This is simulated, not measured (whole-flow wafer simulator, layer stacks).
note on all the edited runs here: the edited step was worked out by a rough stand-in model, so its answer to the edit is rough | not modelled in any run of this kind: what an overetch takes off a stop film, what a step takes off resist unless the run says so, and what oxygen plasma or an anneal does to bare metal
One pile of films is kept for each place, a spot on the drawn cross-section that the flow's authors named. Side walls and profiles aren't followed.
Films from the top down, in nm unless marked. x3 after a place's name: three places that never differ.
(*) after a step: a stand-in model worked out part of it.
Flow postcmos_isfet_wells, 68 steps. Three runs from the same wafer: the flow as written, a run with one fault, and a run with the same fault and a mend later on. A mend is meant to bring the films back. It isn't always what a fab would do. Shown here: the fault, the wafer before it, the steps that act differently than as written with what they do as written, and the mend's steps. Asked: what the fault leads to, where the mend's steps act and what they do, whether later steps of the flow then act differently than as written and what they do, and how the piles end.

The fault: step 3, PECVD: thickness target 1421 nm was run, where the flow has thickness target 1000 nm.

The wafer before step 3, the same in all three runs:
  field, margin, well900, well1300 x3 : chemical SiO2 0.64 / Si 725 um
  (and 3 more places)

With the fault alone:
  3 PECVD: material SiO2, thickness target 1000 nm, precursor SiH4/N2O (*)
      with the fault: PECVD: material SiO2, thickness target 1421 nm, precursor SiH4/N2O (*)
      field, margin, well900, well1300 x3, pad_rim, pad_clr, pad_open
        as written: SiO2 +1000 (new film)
        with the fault: SiO2 +1421 (new film)
  No later step of the flow acts differently than as written at any place that is followed.
  At the end the piles differ from the flow's by more than 2% or 0.5 nm, whichever is larger, at field, margin, well900, well1300 x3, pad_rim, pad_clr, pad_open.
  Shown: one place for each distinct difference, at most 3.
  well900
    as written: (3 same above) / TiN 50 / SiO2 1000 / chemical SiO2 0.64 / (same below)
    with the fault: (3 same above) / TiN 50 / SiO2 1421 / chemical SiO2 0.64 / (same below)
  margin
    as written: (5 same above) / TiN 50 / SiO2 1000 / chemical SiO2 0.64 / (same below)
    with the fault: (5 same above) / TiN 50 / SiO2 1421 / chemical SiO2 0.64 / (same below)
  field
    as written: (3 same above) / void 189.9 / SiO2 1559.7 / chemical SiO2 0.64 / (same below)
    with the fault: (3 same above) / void 189.9 / SiO2 1980.7 / chemical SiO2 0.64 / (same below)

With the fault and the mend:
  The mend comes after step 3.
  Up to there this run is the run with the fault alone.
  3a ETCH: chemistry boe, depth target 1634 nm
      field, margin, well900, well1300 x3, pad_rim, pad_clr, pad_open
        SiO2 -1421 (all of it), chemical SiO2 -0.64 (all of it)
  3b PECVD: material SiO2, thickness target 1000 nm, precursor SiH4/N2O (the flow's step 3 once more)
      field, margin, well900, well1300 x3, pad_rim, pad_clr, pad_open
        SiO2 +1000 (new film)
  No later step of the flow acts differently than as written at any place that is followed.
  At the end the piles differ from the flow's by more than 2% or 0.5 nm, whichever is larger, at field, margin, well900, well1300 x3, pad_rim, pad_clr, pad_open.
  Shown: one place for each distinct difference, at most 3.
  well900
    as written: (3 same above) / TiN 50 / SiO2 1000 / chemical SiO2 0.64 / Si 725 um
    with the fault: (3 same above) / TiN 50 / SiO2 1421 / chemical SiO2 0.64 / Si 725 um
    with the mend: (3 same above) / TiN 50 / SiO2 1000 / Si 725 um
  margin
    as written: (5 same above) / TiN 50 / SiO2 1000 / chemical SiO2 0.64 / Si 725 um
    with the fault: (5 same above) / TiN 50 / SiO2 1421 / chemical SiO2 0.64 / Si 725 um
    with the mend: (5 same above) / TiN 50 / SiO2 1000 / Si 725 um
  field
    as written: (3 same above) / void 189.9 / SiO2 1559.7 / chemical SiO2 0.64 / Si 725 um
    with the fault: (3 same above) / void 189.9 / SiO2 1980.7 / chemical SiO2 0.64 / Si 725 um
    with the mend: (3 same above) / void 189.9 / SiO2 1559.7 / Si 725 um
